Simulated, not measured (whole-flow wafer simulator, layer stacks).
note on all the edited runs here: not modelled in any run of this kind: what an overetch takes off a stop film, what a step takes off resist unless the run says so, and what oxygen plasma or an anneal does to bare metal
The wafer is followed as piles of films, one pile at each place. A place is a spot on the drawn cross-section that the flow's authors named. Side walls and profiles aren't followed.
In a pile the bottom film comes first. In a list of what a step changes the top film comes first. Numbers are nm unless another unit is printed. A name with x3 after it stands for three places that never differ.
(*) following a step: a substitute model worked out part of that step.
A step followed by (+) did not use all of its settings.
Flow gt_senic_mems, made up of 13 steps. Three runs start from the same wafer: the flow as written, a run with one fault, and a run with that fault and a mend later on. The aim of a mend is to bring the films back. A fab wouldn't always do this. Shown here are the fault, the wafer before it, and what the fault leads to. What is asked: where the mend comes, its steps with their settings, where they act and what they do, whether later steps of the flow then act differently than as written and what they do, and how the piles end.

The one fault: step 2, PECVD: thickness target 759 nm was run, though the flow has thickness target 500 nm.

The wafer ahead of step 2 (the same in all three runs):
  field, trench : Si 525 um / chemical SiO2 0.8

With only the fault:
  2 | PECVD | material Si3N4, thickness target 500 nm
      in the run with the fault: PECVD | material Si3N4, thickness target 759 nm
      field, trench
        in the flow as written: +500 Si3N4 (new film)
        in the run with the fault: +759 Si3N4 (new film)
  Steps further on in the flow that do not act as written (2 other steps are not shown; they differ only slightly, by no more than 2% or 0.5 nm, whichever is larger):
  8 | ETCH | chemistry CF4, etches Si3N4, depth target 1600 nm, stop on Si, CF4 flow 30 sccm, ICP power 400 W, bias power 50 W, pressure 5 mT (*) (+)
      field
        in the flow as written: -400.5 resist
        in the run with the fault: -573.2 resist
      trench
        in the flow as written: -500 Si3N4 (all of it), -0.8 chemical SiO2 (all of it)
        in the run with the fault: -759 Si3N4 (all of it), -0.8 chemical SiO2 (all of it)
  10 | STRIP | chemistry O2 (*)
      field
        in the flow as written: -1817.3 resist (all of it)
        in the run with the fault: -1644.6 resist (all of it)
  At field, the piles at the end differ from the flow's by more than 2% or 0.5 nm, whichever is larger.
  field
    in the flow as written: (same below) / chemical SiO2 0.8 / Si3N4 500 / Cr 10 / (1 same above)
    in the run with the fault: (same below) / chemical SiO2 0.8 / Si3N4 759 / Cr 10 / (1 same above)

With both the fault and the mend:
  The mend stands after step 2.
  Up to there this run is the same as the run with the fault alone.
  2a | ETCH | chemistry h3po4, depth target 259 nm
      field, trench
        -259 Si3N4
  None of the later steps of the flow acts differently than as written at any place that is followed.
  At every place that both follow, the piles at the end match the flow's.
